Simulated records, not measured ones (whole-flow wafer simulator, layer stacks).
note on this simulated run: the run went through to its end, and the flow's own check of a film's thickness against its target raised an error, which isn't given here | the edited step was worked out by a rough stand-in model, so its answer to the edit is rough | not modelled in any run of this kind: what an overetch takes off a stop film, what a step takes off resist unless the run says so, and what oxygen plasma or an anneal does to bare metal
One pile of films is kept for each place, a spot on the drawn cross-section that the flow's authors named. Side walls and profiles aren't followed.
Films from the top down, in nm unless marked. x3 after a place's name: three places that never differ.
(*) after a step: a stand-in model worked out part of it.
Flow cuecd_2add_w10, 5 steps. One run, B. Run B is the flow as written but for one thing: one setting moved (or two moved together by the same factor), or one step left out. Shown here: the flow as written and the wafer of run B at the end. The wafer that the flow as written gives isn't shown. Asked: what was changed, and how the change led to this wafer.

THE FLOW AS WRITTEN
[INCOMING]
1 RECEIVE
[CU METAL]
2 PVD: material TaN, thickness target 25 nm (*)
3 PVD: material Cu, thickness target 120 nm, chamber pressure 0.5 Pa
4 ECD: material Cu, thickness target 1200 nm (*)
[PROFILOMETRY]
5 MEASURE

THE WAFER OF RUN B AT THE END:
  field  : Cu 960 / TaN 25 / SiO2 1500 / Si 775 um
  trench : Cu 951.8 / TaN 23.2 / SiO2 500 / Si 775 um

The cause: step 4, ECD: thickness target 840 nm was run, where the flow has thickness target 1200 nm.

How the change led to this, step by step:
  4 ECD: material Cu, thickness target 1200 nm (*)
      field, trench: Cu +840 (as written it would be: Cu +1200)
